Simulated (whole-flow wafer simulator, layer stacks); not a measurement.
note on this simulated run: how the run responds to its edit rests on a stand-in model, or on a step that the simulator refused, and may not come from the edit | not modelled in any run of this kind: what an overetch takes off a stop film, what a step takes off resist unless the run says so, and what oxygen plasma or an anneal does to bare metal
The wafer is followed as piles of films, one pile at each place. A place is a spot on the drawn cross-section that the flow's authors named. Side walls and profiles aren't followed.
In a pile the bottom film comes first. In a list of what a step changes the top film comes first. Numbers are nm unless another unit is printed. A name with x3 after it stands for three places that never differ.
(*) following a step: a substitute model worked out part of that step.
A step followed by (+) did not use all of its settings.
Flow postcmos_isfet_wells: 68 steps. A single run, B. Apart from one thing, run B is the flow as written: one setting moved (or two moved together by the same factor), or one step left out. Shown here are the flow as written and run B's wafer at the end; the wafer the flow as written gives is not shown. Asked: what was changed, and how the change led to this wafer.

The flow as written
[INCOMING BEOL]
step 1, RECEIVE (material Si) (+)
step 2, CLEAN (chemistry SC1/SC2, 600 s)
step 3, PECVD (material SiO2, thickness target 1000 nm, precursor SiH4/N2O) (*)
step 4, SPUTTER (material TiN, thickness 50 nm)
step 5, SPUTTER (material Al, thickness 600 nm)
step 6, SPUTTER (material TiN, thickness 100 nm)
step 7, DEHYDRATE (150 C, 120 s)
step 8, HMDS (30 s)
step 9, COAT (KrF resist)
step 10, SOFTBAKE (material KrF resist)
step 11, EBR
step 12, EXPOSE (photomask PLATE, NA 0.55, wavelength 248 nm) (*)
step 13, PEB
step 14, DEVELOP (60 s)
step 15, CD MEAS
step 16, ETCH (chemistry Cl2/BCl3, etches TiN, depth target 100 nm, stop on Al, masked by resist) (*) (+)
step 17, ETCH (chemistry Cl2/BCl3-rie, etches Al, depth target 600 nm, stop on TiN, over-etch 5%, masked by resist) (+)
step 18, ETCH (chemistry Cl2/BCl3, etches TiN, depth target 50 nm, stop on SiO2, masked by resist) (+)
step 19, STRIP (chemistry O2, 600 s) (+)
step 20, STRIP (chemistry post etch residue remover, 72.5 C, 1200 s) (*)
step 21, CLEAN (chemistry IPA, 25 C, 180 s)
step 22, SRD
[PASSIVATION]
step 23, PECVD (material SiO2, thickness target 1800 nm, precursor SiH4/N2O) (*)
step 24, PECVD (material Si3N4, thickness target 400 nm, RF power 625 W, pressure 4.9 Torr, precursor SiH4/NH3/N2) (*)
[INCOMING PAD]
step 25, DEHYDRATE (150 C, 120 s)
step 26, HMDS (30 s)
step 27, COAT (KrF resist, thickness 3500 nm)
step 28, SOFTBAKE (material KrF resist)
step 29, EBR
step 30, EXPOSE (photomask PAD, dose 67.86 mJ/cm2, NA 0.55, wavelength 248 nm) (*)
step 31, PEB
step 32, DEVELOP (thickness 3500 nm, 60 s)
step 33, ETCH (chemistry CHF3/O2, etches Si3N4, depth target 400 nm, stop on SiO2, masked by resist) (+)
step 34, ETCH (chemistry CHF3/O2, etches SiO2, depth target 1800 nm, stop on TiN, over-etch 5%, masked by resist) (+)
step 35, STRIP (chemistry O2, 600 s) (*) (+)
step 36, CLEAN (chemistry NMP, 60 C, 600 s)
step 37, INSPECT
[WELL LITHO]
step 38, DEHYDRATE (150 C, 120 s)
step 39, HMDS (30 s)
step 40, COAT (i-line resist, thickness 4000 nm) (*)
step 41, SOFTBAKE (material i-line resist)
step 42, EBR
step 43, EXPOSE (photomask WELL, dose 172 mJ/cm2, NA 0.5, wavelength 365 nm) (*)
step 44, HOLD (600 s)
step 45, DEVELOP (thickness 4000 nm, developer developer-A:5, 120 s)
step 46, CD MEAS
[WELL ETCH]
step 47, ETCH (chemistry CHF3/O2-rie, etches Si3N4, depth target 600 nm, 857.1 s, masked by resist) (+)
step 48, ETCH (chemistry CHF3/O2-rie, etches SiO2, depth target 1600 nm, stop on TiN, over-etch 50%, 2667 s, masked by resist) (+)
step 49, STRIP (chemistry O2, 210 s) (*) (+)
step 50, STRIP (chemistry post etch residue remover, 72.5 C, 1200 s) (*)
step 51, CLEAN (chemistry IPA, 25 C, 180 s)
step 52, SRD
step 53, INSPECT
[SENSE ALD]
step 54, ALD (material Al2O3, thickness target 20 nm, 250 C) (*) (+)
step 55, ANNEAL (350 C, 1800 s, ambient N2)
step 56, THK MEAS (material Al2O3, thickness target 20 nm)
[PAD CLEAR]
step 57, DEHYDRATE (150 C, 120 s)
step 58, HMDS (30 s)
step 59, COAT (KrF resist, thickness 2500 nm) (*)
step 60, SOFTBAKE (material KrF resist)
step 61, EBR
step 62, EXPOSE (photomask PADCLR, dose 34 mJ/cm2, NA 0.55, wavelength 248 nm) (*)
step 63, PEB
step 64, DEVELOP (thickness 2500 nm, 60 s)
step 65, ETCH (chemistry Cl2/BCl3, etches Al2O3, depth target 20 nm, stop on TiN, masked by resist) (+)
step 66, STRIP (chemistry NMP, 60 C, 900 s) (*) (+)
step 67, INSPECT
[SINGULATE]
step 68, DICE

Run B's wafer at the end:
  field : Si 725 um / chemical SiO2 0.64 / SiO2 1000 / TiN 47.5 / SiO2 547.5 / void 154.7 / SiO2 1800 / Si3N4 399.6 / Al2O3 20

What caused this: step 17, ETCH: depth target 486 nm was run, while the flow as written has depth target 600 nm.

The path from the change to this, step by step:
  step 17, ETCH (chemistry Cl2/BCl3-rie, etches Al, depth target 600 nm, stop on TiN, over-etch 5%, masked by resist) (+)
      field: -486 Al (it would be, as written: -600 Al (all of it))
      margin, well900, well1300 x3, pad_rim, pad_clr, pad_open: -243 KrF resist (it would be, as written: -300 KrF resist)
  step 18, ETCH (chemistry Cl2/BCl3, etches TiN, depth target 50 nm, stop on SiO2, masked by resist) (+)
      field: -114 Al (all of it), -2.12 TiN (it would be, as written: -50 TiN (all of it))
  step 19, STRIP (chemistry O2, 600 s) (+)
      margin, well900, well1300 x3, pad_rim, pad_clr, pad_open: -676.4 KrF resist (all of it) (it would be, as written: -619.4 KrF resist (all of it))
  step 23, PECVD (material SiO2, thickness target 1800 nm, precursor SiH4/N2O) (*)
      field: +1800 SiO2 (new film), +154.7 void (new film), +547.5 SiO2 (new film) (it would be, as written: +1800 SiO2 (new film), +189.9 void (new film), +559.7 SiO2)
Taking metal films that touch as one body, field has 1 body; the flow as written gives 0 bodies.
